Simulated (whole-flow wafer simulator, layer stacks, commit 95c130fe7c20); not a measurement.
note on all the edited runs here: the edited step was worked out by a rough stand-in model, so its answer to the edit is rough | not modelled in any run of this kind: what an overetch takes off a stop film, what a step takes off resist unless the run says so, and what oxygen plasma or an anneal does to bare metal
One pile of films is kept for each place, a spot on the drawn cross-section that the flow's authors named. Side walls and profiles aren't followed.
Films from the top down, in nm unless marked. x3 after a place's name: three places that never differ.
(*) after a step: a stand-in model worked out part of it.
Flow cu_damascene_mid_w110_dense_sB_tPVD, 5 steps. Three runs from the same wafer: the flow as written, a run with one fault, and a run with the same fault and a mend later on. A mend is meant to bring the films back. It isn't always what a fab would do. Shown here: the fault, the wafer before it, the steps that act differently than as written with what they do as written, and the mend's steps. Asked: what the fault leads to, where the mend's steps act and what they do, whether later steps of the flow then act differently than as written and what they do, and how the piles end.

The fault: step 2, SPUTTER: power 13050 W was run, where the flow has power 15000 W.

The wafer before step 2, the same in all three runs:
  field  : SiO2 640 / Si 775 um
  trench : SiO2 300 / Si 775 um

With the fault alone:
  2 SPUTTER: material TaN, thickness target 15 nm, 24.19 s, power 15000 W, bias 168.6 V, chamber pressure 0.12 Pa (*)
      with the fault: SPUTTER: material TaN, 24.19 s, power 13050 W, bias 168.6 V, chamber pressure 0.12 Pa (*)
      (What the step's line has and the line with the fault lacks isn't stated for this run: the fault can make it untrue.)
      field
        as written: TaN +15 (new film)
        with the fault: TaN +13 (new film)
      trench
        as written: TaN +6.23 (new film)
        with the fault: TaN +5.42 (new film)
  No later step of the flow acts differently than as written, at any place that is followed, by more than 2% or 0.5 nm, whichever is larger.
  At the end the piles differ from the flow's by more than 2% or 0.5 nm, whichever is larger, at field, trench.
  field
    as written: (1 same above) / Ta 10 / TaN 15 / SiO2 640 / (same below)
    with the fault: (1 same above) / Ta 10 / TaN 13 / SiO2 640 / (same below)
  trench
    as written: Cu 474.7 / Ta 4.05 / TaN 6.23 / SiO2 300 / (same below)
    with the fault: Cu 473.6 / Ta 4.07 / TaN 5.42 / SiO2 300 / (same below)

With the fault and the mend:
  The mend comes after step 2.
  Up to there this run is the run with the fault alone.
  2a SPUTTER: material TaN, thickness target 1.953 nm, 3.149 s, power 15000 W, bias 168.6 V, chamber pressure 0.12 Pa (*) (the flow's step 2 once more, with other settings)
      field
        TaN +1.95
      trench
        TaN +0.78
  No later step of the flow acts differently than as written, at any place that is followed, by more than 2% or 0.5 nm, whichever is larger.
  At the end the piles differ from the flow's only slightly at the places that both follow, by at most 2% or 0.5 nm, whichever is larger.
